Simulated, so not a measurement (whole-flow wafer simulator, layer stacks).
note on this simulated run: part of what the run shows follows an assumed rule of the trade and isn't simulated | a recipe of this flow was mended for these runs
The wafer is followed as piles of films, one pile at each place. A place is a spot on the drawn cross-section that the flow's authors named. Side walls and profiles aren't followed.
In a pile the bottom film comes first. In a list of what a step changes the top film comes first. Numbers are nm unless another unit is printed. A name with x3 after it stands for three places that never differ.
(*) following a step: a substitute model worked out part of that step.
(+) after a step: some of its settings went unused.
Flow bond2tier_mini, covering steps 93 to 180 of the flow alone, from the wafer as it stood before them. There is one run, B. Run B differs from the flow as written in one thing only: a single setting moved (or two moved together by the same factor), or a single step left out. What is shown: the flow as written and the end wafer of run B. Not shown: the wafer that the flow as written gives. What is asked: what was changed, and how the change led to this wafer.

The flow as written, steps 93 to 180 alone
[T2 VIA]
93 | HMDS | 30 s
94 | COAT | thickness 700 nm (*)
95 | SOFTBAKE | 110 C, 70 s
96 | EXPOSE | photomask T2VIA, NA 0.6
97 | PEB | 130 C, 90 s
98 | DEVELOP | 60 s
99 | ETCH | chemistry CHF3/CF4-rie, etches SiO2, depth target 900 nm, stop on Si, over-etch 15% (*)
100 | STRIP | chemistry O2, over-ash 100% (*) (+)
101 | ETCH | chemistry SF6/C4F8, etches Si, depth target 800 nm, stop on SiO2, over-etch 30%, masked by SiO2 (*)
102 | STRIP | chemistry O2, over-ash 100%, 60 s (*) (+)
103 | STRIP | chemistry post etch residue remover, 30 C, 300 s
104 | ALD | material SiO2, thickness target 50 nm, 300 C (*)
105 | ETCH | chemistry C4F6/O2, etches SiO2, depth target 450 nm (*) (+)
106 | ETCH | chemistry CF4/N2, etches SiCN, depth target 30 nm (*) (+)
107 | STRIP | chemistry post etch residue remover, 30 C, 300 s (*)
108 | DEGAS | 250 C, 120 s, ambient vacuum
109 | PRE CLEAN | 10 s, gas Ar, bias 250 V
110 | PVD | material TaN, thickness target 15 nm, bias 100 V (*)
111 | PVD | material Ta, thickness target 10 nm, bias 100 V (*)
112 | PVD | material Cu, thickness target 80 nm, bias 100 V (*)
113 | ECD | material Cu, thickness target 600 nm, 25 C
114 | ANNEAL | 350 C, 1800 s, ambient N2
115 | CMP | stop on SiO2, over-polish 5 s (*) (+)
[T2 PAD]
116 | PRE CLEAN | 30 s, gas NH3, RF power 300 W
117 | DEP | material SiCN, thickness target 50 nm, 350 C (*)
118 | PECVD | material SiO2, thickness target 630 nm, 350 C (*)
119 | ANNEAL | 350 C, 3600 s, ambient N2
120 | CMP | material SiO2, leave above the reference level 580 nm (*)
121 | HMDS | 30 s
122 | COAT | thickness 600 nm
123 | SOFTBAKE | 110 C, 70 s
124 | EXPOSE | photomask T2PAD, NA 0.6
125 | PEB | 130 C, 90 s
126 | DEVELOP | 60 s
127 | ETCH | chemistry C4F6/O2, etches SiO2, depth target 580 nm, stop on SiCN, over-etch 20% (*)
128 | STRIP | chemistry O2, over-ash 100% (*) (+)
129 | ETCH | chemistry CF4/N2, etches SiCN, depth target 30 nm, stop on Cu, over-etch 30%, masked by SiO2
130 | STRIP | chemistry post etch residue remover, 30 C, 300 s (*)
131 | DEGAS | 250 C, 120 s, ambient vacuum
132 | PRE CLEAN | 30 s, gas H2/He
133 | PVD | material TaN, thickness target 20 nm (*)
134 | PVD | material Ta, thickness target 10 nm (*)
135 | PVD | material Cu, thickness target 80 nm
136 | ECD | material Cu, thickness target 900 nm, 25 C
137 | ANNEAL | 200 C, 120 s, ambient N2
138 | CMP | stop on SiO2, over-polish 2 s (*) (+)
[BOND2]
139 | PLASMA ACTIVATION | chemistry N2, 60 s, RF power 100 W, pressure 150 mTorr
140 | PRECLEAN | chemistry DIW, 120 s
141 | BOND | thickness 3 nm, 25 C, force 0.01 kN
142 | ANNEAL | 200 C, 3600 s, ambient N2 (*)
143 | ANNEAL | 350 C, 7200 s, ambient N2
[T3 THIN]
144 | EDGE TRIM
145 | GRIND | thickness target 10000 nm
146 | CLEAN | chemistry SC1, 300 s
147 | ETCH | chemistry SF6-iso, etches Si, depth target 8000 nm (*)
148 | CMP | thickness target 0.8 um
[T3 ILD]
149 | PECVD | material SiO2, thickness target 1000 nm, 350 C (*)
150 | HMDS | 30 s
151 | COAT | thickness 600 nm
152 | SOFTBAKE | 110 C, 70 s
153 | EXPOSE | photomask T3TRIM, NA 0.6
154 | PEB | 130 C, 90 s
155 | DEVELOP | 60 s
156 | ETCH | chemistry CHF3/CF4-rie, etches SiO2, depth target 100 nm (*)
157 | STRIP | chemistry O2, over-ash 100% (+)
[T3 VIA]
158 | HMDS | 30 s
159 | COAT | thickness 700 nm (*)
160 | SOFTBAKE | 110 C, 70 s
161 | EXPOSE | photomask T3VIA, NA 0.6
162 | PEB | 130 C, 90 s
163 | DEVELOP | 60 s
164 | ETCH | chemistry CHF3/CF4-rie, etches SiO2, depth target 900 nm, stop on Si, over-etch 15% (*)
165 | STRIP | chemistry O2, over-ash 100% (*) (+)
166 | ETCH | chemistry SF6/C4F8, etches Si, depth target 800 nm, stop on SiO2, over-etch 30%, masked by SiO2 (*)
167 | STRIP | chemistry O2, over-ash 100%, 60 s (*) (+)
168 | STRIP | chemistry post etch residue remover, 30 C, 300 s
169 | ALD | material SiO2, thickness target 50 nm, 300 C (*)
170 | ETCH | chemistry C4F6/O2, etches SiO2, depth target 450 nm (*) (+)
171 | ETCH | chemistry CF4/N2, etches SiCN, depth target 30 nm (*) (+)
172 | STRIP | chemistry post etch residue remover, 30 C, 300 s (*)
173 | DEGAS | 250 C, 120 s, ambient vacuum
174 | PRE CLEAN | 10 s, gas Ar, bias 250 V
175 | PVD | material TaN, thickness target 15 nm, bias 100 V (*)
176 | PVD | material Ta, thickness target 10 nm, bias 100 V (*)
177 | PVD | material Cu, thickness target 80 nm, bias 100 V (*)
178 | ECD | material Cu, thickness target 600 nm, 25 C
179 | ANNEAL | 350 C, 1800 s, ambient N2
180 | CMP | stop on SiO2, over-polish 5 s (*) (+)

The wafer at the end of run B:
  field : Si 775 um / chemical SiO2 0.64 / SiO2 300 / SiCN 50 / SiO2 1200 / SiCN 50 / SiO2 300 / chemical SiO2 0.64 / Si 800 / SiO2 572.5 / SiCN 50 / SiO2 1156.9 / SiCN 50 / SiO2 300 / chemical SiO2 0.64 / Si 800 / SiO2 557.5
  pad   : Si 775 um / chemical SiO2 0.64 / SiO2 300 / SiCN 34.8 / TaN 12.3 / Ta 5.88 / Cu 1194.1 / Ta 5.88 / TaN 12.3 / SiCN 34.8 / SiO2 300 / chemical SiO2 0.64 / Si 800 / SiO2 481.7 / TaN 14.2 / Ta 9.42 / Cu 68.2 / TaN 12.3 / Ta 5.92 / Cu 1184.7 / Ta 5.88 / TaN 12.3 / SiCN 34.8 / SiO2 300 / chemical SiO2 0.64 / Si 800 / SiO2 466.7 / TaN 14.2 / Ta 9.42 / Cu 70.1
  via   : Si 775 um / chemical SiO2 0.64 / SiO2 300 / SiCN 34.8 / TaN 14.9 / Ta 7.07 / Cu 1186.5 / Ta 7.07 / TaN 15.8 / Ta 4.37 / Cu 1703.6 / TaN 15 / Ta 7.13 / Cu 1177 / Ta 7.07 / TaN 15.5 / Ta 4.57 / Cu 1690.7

The reason: step 104, ALD: thickness target 65 nm was run, while the flow as written has thickness target 50 nm.

The path from the change to this, step by step:
  104 | ALD | material SiO2, thickness target 50 nm, 300 C (*)
      field, pad, via: SiO2 gains 65 (it would be, as written: SiO2 gains 50)
  105 | ETCH | chemistry C4F6/O2, etches SiO2, depth target 450 nm (*) (+)
      via: SiO2 loses 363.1 (all of it), SiCN loses 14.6 (it would be, as written: SiO2 loses 348.1 (all of it), SiCN loses 17.2)
  106 | ETCH | chemistry CF4/N2, etches SiCN, depth target 30 nm (*) (+)
      via: SiCN loses 20.2 (all of it), TaN loses 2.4 (it would be, as written: SiCN loses 17.6 (all of it), TaN loses 3.01)
  112 | PVD | material Cu, thickness target 80 nm, bias 100 V (*)
      via: Cu gains 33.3 (new film) (it would be, as written: Cu gains 35 (new film))
